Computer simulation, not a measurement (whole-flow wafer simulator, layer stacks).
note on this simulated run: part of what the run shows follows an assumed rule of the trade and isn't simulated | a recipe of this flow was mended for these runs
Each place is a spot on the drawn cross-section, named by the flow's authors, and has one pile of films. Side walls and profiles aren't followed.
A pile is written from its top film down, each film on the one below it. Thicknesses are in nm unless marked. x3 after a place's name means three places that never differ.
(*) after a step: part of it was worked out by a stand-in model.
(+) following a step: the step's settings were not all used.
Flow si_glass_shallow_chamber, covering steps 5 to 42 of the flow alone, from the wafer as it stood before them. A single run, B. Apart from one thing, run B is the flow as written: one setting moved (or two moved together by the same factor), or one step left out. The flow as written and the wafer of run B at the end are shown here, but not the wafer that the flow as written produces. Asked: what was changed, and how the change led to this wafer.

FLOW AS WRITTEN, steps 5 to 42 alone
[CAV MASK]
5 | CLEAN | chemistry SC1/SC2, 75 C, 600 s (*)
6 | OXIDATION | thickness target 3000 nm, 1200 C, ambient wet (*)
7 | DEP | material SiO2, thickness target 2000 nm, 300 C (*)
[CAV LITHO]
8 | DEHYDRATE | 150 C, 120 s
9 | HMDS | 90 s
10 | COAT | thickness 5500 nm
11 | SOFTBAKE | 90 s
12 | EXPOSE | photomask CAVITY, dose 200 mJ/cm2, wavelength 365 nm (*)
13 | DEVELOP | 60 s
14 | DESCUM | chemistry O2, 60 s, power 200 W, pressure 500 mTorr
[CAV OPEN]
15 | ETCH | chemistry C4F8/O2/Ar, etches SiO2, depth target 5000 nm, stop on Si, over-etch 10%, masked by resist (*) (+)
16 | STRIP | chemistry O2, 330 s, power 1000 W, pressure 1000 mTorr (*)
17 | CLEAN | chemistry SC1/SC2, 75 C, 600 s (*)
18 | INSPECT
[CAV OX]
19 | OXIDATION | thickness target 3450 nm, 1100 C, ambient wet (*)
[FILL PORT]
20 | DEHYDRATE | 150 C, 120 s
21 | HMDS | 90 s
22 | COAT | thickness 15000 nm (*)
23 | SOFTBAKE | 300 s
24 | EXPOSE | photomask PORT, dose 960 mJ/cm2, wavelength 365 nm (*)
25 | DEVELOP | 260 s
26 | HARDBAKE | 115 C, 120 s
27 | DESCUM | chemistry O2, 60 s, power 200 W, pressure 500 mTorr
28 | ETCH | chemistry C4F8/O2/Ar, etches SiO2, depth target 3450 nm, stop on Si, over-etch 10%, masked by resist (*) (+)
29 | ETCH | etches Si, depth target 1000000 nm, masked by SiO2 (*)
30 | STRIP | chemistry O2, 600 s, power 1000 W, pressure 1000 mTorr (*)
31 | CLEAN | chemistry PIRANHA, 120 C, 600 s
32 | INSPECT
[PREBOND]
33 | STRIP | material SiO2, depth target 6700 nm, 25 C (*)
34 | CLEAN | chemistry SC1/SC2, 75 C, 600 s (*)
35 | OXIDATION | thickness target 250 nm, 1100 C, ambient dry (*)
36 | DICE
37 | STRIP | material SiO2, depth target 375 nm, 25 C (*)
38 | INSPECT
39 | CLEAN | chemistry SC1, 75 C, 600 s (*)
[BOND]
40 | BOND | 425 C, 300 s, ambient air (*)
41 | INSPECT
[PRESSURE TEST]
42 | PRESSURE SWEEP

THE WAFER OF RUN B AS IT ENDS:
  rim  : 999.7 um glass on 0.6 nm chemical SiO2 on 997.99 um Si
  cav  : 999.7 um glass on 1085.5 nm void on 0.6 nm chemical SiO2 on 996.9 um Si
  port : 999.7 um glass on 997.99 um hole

Cause: step 6, OXIDATION: thickness target 3216 nm was run, whereas the flow has thickness target 3000 nm.

The path from the change to this, step by step:
  6 | OXIDATION | thickness target 3000 nm, 1200 C, ambient wet (*)
      rim, ramp, cav, port, septum, ring: +3216 SiO2 (new film), -0.6 chemical SiO2 (all of it), -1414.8 Si (in the flow as written it would be: +3000 SiO2 (new film), -0.6 chemical SiO2 (all of it), -1319.7 Si)
  15 | ETCH | chemistry C4F8/O2/Ar, etches SiO2, depth target 5000 nm, stop on Si, over-etch 10%, masked by resist (*) (+)
      cav, port: -5216 SiO2 (all of it), -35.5 Si (in the flow as written it would be: -5000 SiO2 (all of it), -62.5 Si)
  19 | OXIDATION | thickness target 3450 nm, 1100 C, ambient wet (*)
      rim, ramp, septum, ring: +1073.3 SiO2, -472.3 Si (in the flow as written it would be: +1110.9 SiO2, -488.8 Si)
  22 | COAT | thickness 15000 nm (*)
      rim: +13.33 um thick-i-line-resist (new film) (in the flow as written it would be: +13.4 um thick-i-line-resist (new film))
      ramp: +12.8 um thick-i-line-resist (new film) (in the flow as written it would be: +12.89 um thick-i-line-resist (new film))
      (and at 3 other places as well)
  23 | SOFTBAKE | 300 s
      rim: -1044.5 thick-i-line-resist (in the flow as written it would be: -997 thick-i-line-resist)
      ramp: -512.3 thick-i-line-resist (in the flow as written it would be: -487.1 thick-i-line-resist)
      (and at 4 other places as well)
  25 | DEVELOP | 260 s
      port: -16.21 um thick-i-line-resist (all of it) (in the flow as written it would be: -16.16 um thick-i-line-resist (all of it))
  29 | ETCH | etches Si, depth target 1000000 nm, masked by SiO2 (*)
      rim, ramp: -11.36 um thick-i-line-resist (all of it), -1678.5 SiO2 (in the flow as written it would be: -11.47 um thick-i-line-resist (all of it), -1617.3 SiO2)
      port: +996.98 um hole (new film), -996.98 um Si (all of it) (in the flow as written it would be: +997.05 um hole (new film), -997.05 um Si (all of it))
      (and at 1 other place as well)
  30 | STRIP | chemistry O2, 600 s, power 1000 W, pressure 1000 mTorr (*)
      cav: -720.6 thick-i-line-resist (all of it) (in the flow as written it would be: -669.6 thick-i-line-resist (all of it))
  33 | STRIP | material SiO2, depth target 6700 nm, 25 C (*)
      rim, ramp: -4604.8 SiO2 (all of it) (in the flow as written it would be: -4487.5 SiO2 (all of it))
      septum: -5905.3 SiO2 (all of it) (in the flow as written it would be: -5732.1 SiO2 (all of it))
      (and at 1 other place as well)
